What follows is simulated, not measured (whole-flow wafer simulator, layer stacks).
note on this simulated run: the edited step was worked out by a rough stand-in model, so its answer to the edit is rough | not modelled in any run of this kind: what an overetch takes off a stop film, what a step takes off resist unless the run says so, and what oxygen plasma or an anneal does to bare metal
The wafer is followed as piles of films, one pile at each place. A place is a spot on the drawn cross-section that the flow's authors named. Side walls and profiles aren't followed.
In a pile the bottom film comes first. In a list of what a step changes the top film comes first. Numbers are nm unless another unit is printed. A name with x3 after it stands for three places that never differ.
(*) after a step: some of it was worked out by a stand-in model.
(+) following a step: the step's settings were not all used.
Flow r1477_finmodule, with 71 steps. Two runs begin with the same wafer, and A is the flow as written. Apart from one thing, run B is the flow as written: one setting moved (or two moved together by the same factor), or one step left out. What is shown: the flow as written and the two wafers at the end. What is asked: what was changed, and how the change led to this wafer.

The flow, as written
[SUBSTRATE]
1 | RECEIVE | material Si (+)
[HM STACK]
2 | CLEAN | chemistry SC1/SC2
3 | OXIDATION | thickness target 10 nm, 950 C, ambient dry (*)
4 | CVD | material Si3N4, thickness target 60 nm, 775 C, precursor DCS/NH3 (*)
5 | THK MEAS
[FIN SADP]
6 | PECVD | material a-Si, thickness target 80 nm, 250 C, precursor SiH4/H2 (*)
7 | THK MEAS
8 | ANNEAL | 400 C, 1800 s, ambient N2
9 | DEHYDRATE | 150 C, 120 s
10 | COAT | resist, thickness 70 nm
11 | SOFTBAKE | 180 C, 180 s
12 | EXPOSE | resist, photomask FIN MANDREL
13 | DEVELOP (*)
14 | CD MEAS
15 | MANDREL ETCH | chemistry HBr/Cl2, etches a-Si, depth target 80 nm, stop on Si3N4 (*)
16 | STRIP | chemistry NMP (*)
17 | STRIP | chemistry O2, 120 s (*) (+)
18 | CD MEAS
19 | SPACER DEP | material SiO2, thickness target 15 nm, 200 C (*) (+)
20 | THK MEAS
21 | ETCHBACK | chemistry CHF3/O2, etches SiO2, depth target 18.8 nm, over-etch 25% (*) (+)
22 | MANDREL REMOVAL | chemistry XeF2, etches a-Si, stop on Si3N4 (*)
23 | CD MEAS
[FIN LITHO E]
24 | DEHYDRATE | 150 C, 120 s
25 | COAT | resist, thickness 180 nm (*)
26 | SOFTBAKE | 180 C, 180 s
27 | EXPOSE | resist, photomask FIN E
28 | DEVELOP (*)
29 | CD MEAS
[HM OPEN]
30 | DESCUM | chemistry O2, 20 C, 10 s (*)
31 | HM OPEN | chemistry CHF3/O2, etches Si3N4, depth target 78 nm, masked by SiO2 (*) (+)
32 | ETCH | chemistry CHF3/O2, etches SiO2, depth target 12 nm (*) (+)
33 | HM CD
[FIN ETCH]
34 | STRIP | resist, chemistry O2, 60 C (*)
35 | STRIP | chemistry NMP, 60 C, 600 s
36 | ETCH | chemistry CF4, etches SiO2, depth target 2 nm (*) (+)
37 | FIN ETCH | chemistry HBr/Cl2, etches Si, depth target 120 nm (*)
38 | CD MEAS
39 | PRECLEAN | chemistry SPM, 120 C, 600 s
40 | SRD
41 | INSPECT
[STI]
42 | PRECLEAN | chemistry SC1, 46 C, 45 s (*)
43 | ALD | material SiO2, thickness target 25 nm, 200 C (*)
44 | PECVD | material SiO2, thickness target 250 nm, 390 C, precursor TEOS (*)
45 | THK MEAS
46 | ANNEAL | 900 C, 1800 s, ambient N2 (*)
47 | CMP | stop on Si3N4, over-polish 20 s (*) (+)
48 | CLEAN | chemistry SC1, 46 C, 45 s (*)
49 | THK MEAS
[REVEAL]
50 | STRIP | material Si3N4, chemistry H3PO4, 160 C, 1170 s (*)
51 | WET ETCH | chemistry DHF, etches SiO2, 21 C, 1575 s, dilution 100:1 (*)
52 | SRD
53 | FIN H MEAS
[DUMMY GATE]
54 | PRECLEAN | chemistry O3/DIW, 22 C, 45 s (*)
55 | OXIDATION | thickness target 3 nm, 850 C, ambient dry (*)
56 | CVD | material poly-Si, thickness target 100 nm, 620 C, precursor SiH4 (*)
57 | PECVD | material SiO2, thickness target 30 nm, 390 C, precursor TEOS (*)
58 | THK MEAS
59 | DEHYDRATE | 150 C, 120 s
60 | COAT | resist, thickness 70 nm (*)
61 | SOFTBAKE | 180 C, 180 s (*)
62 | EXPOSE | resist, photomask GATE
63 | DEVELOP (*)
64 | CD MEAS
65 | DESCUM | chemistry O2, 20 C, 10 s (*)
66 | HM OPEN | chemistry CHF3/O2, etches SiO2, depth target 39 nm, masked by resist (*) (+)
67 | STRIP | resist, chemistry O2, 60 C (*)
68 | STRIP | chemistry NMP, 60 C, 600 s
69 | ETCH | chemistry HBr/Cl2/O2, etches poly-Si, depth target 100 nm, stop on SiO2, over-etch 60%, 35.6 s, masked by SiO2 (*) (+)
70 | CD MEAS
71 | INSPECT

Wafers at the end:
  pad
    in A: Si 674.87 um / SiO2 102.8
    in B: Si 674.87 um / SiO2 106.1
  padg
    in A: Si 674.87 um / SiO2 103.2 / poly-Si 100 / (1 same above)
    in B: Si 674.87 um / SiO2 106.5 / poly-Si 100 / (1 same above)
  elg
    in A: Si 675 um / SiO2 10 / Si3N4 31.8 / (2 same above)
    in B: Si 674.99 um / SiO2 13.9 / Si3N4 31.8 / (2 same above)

The reason: step 3, OXIDATION: thickness target 13.9 nm was run, whereas the flow has thickness target 10 nm.
The wafer itself shows it: elg has SiO2 13.9, and step 3 as written asks for 10 nm.

The path from the change to this, step by step:
  3 | OXIDATION | thickness target 10 nm, 950 C, ambient dry (*)
      pad, padg, elg and 33 more: A SiO2 gains 10 (new film), chemical SiO2 loses 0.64 (all of it), Si loses 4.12 | B SiO2 gains 13.9 (new film), chemical SiO2 loses 0.64 (all of it), Si loses 5.83
  31 | HM OPEN | chemistry CHF3/O2, etches Si3N4, depth target 78 nm, masked by SiO2 (*) (+)
      pad, padg, esg and 13 more: A Si3N4 loses 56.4 (all of it), SiO2 loses 10 (all of it) | B Si3N4 loses 56.4 (all of it), SiO2 loses 10.8
  32 | ETCH | chemistry CHF3/O2, etches SiO2, depth target 12 nm (*) (+)
      pad, padg, e40sg and 11 more: A Si loses 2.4 | B SiO2 loses 3.09 (all of it), Si loses 1.78
      esg, eso: A Si loses 1.77 | B SiO2 loses 3.09 (all of it), Si loses 1.78
      (also at 6 further places)
  47 | CMP | stop on Si3N4, over-polish 20 s (*) (+)
      pad, padg, e40sg and 11 more: A SiO2 loses 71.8 | B SiO2 loses 68.5
      eso: A SiO2 loses 72.4 | B SiO2 loses 68.5
  51 | WET ETCH | chemistry DHF, etches SiO2, 21 C, 1575 s, dilution 100:1 (*)
      s40sg_line, s45sg_line, s50sg_line, s40so_line, s45so_line, s50so_line: A SiO2 loses 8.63 (all of it) | B SiO2 loses 12.5 (all of it)
  56 | CVD | material poly-Si, thickness target 100 nm, 620 C, precursor SiH4 (*)
      s40cg, s40co: A poly-Si gains 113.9 (new film) | B poly-Si gains 110 (new film)
      s45cg, s45co: A poly-Si gains 113.4 (new film) | B poly-Si gains 109.5 (new film)
      (also at 2 further places)
  60 | COAT | resist, thickness 70 nm (*)
      s40sg, s40so: A resist gains 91 (new film) | B resist gains 87.3 (new film)
      s45sg, s45so: A resist gains 91 (new film) | B resist gains 87.2 (new film)
      (also at 2 further places)
  63 | DEVELOP (*)
      s40so: A resist loses 91 (all of it) | B resist loses 87.3 (all of it)
      s45so: A resist loses 91 (all of it) | B resist loses 87.2 (all of it)
      (also at 1 further place)
  67 | STRIP | resist, chemistry O2, 60 C (*)
      s40sg: A resist loses 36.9 (all of it) | B resist loses 33.2 (all of it)
      s45sg: A resist loses 36.9 (all of it) | B resist loses 33.1 (all of it)
      (also at 1 further place)
  69 | ETCH | chemistry HBr/Cl2/O2, etches poly-Si, depth target 100 nm, stop on SiO2, over-etch 60%, 35.6 s, masked by SiO2 (*) (+)
      s40co: A chemical SiO2 loses 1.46 (all of it), poly-Si loses 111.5 (all of it), SiO2 loses 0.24 | B chemical SiO2 loses 1.46 (all of it), poly-Si loses 107.6 (all of it), SiO2 loses 0.26
      s45co: A chemical SiO2 loses 1.46 (all of it), poly-Si loses 110.9 (all of it), SiO2 loses 0.25 | B chemical SiO2 loses 1.46 (all of it), poly-Si loses 107 (all of it), SiO2 loses 0.26
      (also at 1 further place)
